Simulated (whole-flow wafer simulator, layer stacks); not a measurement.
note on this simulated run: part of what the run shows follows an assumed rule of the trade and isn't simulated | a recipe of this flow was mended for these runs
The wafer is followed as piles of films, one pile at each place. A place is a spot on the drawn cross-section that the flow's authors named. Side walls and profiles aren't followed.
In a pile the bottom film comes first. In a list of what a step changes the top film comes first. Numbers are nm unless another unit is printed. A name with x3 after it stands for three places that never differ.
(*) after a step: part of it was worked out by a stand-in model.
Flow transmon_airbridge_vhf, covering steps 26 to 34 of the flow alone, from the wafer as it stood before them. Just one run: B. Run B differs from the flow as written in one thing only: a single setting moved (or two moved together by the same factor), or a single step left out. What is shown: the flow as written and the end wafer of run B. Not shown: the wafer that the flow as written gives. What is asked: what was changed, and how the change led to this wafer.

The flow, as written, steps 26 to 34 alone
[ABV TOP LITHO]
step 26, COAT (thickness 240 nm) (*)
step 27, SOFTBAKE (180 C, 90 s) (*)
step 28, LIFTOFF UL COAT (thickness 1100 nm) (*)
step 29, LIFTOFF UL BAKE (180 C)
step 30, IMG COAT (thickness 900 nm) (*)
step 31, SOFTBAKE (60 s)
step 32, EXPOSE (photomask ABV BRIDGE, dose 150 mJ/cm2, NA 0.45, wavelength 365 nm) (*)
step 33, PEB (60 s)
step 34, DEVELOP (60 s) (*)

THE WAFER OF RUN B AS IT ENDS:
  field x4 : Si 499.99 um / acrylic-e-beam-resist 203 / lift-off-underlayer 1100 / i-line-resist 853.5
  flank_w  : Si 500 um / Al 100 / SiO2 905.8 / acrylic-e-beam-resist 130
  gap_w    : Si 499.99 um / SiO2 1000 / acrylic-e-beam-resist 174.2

The reason: step 26, COAT: thickness 203 nm was run, while the flow as written has thickness 240 nm.
One can read it off the wafer: field x4 has acrylic-e-beam-resist 203, and step 26 as written asks for 240 nm.

The path from the change to this, step by step:
  step 26, COAT (thickness 240 nm) (*)
      field x4, trace_open_s x2: +203 acrylic-e-beam-resist (new film) (as written it would have been: +240 acrylic-e-beam-resist (new film))
      flank_w, flank_e: +130 acrylic-e-beam-resist (new film) (as written it would have been: +155.2 acrylic-e-beam-resist (new film))
      (and at 9 other places as well)
